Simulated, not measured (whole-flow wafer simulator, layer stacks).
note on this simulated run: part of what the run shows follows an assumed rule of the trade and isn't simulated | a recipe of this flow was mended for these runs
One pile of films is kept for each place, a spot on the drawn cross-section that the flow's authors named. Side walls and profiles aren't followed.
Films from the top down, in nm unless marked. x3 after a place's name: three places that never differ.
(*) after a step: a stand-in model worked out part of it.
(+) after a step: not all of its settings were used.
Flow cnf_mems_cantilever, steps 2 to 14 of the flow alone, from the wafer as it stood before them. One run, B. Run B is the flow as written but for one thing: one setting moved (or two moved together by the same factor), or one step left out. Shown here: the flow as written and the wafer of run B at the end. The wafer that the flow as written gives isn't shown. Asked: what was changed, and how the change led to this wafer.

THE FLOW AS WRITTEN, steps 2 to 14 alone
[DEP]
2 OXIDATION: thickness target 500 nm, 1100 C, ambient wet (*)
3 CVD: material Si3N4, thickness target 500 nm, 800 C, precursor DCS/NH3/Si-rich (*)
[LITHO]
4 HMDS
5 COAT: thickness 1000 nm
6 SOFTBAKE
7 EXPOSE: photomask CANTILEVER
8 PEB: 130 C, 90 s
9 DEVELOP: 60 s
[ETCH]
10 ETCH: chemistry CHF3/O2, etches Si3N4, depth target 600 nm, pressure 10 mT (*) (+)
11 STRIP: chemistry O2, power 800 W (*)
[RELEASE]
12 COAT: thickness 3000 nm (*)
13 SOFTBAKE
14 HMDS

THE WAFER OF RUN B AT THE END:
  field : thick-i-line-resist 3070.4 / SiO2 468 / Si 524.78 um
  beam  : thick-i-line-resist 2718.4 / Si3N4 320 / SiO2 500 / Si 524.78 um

The cause: step 3, CVD: thickness target 320 nm was run, where the flow has thickness target 500 nm; step 10, ETCH: depth target 384 nm was run, where the flow has depth target 600 nm.
It can be read off the wafer: beam has Si3N4 320, and step 3 as written asks for 500 nm.

How the change led to this, step by step:
  3 CVD: material Si3N4, thickness target 500 nm, 800 C, precursor DCS/NH3/Si-rich (*)
      field, beam: Si3N4 +320 (new film) (as written it would be: Si3N4 +500 (new film))
  10 ETCH: chemistry CHF3/O2, etches Si3N4, depth target 600 nm, pressure 10 mT (*) (+)
      field: Si3N4 -320 (all of it), SiO2 -32 (as written it would be: Si3N4 -500 (all of it), SiO2 -50)
      beam: KrF-resist -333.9 (as written it would be: KrF-resist -521.7)
  11 STRIP: chemistry O2, power 800 W (*)
      beam: KrF-resist -648.8 (all of it) (as written it would be: KrF-resist -460.9 (all of it))
  12 COAT: thickness 3000 nm (*)
      beam: thick-i-line-resist +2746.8 (new film) (as written it would be: thick-i-line-resist +2607.6 (new film))
  13 SOFTBAKE
      field: thick-i-line-resist +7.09 (as written it would be: thick-i-line-resist +11.9)
      beam: thick-i-line-resist -28.4 (as written it would be: thick-i-line-resist -47.6)
